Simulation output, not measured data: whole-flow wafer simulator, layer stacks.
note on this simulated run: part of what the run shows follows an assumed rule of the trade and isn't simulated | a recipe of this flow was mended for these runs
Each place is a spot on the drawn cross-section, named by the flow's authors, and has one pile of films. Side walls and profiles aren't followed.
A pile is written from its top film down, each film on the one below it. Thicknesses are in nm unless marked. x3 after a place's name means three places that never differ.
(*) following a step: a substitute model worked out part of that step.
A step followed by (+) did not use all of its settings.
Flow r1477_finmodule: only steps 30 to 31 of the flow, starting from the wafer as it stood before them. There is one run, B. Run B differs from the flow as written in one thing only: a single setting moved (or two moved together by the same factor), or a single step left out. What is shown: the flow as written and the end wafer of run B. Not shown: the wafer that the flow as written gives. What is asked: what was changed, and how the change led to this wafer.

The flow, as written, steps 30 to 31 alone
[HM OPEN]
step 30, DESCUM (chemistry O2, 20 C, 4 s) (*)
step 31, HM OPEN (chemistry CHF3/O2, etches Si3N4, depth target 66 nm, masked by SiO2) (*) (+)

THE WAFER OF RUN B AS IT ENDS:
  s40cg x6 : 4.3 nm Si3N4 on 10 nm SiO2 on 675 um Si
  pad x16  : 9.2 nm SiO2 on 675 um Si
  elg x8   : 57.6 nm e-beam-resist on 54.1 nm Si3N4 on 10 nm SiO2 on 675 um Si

The reason: step 31, HM OPEN: depth target 55.7 nm was run, whereas the flow has depth target 66 nm.

Step by step, how the change led to this:
  step 31, HM OPEN (chemistry CHF3/O2, etches Si3N4, depth target 66 nm, masked by SiO2) (*) (+)
      s40cg x6: -55.7 Si3N4 (as written it would have been: -60 Si3N4 (all of it), -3 SiO2)
      pad x16: -54.1 Si3N4 (all of it), -0.8 SiO2 (as written it would have been: -54.1 Si3N4 (all of it), -5.95 SiO2)
      (as well as at 14 more places)
